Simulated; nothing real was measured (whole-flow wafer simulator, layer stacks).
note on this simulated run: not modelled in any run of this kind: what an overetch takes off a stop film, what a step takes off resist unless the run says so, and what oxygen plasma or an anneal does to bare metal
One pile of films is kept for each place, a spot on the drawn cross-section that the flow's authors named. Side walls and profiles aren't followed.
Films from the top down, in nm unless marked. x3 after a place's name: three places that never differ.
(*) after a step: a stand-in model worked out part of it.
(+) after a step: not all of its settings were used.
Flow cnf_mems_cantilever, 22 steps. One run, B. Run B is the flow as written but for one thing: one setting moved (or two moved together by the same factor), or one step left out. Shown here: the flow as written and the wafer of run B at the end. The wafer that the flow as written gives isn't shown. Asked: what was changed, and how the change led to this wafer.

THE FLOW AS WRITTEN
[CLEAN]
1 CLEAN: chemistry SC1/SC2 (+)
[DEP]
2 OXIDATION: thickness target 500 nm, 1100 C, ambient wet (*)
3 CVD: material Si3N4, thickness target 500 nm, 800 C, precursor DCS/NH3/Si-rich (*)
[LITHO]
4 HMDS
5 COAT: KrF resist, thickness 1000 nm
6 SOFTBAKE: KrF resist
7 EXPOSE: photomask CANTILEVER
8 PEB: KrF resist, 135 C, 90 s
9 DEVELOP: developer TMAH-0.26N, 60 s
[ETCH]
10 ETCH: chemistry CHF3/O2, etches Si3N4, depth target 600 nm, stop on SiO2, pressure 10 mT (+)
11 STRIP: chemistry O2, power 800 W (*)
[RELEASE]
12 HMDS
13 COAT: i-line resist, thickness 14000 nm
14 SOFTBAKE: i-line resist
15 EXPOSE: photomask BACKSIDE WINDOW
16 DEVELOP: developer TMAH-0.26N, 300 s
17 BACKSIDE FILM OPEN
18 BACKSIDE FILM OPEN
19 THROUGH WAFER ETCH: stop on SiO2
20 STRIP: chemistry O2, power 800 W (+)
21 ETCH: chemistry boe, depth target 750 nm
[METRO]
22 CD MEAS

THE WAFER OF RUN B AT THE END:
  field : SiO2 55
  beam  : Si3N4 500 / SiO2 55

The cause: step 21, ETCH: depth target 445 nm was run, where the flow has depth target 750 nm.

How the change led to this, step by step:
  21 ETCH: chemistry boe, depth target 750 nm
      field: SiO2 -445 (as written it would be: SiO2 -500 (all of it))
      beam: under 1 film: SiO2 -445 (as written it would be: under 1 film: SiO2 -500 (all of it))
